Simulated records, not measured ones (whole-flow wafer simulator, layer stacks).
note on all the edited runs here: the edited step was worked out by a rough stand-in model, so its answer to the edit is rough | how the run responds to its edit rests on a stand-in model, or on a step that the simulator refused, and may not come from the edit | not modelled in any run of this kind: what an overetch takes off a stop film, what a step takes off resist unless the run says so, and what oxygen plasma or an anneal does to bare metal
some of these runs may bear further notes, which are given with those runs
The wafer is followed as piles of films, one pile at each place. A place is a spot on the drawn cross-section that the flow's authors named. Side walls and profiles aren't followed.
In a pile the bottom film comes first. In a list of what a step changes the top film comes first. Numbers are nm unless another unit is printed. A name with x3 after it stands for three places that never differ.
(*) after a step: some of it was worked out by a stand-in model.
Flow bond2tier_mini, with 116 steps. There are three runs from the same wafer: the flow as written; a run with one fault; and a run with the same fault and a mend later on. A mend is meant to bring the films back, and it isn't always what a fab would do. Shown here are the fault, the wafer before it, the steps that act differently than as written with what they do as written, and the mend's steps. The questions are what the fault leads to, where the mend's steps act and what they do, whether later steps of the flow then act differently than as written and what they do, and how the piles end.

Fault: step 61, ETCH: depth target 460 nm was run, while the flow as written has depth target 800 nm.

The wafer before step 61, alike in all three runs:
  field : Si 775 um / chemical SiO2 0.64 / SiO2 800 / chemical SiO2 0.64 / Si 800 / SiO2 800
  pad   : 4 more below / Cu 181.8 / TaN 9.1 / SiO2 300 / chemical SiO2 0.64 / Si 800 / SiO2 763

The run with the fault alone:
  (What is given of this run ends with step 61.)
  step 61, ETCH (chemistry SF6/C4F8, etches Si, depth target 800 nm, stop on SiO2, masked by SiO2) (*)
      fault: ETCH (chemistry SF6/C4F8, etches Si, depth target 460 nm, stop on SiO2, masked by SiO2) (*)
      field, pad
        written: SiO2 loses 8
        fault: SiO2 loses 4.6
  The piles after step 61 are only slightly different from the flow's at the places that both follow, by no more than 2% or 0.5 nm, whichever is larger.

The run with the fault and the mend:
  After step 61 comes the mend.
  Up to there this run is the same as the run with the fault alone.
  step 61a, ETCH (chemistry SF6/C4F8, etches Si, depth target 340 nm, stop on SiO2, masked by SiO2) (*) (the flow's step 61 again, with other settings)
      field, pad
        SiO2 loses 3.4
  None of the later steps of the flow acts differently than as written at any place that is followed.
  The piles end the same as the flow's at every place that both follow.
